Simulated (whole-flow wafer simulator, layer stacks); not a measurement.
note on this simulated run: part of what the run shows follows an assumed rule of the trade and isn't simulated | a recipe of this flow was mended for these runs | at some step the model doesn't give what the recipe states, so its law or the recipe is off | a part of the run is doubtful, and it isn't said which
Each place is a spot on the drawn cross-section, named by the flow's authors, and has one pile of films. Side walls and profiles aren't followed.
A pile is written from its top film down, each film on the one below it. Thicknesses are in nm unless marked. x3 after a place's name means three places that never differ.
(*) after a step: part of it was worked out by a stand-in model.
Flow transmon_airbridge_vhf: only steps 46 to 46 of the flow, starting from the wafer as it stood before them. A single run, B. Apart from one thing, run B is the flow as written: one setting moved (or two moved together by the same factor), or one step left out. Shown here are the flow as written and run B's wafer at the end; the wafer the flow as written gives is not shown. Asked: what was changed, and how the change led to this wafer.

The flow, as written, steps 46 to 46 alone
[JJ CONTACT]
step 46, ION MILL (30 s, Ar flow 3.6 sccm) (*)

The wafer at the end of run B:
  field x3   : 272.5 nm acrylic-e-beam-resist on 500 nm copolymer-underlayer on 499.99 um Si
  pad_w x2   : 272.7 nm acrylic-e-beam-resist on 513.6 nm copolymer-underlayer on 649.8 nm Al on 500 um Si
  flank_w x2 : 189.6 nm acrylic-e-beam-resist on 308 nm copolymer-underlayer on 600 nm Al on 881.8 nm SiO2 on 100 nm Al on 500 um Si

Cause: step 46, ION MILL: 22.8 s was run, while the flow as written has 30 s.

Step by step, how the change led to this:
  step 46, ION MILL (30 s, Ar flow 3.6 sccm) (*)
      field x3, ground_far x3, pad_w x2, flank_w x2, gap_w x2, cpw_trace, margin_s x2, bridge_strip: acrylic-e-beam-resist loses 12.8 (it would be, as written: acrylic-e-beam-resist loses 16.8)
      jj_line: Si loses 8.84 (it would be, as written: Si loses 11.6)
